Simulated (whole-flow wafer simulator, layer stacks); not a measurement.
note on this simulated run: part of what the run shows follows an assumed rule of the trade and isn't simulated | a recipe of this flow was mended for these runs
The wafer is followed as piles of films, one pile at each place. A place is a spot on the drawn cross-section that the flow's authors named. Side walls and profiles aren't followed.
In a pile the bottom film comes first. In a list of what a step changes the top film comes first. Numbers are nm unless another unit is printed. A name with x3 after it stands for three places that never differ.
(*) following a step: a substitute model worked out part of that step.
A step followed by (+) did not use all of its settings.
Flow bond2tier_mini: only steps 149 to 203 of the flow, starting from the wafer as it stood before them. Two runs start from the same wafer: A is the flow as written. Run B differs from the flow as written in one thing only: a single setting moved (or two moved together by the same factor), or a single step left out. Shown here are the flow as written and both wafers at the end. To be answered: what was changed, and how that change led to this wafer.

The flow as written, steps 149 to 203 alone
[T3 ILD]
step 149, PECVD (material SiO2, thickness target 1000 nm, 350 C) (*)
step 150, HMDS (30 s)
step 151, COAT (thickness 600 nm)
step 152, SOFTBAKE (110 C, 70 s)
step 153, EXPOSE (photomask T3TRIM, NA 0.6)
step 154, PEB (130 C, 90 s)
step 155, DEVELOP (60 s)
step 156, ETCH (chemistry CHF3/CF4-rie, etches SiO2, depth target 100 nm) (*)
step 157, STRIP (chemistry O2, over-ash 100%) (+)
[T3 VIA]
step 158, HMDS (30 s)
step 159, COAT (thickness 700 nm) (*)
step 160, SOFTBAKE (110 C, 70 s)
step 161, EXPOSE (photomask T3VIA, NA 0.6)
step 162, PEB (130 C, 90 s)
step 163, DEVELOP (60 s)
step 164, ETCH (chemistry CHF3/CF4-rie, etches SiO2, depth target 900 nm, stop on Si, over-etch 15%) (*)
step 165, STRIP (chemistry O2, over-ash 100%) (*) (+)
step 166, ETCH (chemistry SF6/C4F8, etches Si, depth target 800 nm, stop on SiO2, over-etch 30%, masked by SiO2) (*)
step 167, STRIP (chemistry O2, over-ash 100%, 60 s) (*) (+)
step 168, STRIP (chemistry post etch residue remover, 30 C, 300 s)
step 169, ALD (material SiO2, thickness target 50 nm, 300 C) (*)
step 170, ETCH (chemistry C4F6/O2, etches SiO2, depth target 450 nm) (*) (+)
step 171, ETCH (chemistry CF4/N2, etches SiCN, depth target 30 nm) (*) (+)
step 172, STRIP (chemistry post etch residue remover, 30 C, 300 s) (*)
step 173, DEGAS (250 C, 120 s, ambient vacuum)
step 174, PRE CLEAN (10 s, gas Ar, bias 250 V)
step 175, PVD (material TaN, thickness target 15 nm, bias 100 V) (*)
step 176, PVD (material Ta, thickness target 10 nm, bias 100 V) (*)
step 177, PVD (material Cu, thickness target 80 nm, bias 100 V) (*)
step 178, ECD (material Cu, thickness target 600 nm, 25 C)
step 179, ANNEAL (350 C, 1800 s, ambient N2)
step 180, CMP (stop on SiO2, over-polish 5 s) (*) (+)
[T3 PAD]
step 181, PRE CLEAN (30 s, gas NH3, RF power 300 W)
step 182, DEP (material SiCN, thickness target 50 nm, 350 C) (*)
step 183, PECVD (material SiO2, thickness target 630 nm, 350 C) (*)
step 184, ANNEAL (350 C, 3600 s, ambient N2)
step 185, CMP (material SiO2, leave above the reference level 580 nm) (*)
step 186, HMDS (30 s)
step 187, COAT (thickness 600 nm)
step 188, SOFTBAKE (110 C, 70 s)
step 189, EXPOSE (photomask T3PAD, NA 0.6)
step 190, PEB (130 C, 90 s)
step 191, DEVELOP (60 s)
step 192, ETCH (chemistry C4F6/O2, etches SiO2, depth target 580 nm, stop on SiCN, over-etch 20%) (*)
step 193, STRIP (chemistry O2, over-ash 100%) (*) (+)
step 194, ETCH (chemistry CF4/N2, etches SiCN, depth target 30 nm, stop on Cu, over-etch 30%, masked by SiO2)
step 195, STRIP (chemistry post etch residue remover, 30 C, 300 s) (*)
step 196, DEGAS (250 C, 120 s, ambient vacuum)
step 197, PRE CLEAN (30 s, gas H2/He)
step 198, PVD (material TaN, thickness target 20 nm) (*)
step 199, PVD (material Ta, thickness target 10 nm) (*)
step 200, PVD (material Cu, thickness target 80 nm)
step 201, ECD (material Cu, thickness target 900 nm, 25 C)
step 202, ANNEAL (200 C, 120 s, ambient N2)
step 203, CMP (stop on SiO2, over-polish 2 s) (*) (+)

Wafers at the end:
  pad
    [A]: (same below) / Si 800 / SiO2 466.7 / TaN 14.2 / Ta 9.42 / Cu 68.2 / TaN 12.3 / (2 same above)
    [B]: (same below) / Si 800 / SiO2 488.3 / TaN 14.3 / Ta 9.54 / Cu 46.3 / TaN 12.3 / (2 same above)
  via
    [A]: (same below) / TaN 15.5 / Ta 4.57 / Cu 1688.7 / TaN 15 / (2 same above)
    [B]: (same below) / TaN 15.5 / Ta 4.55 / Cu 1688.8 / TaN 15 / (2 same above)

Cause: step 156, ETCH: depth target 78.4 nm was run, while the flow as written has depth target 100 nm.

Step by step, how the change led to this:
  step 156, ETCH (chemistry CHF3/CF4-rie, etches SiO2, depth target 100 nm) (*)
      pad, via: A -100 SiO2 | B -78.4 SiO2
      field: A -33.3 thick-KrF-resist | B -26.1 thick-KrF-resist
  step 164, ETCH (chemistry CHF3/CF4-rie, etches SiO2, depth target 900 nm, stop on Si, over-etch 15%) (*)
      via: A -900 SiO2 (all of it), -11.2 Si | B -921.6 SiO2 (all of it), -9.45 Si
  step 165, STRIP (chemistry O2, over-ash 100%) (*) (+)
      field: A -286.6 thick-KrF-resist (all of it) | B -295.4 thick-KrF-resist (all of it)
      pad: A -372.9 thick-KrF-resist (all of it) | B -363.7 thick-KrF-resist (all of it)
  step 178, ECD (material Cu, thickness target 600 nm, 25 C)
      pad: A +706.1 Cu | B +683.3 Cu
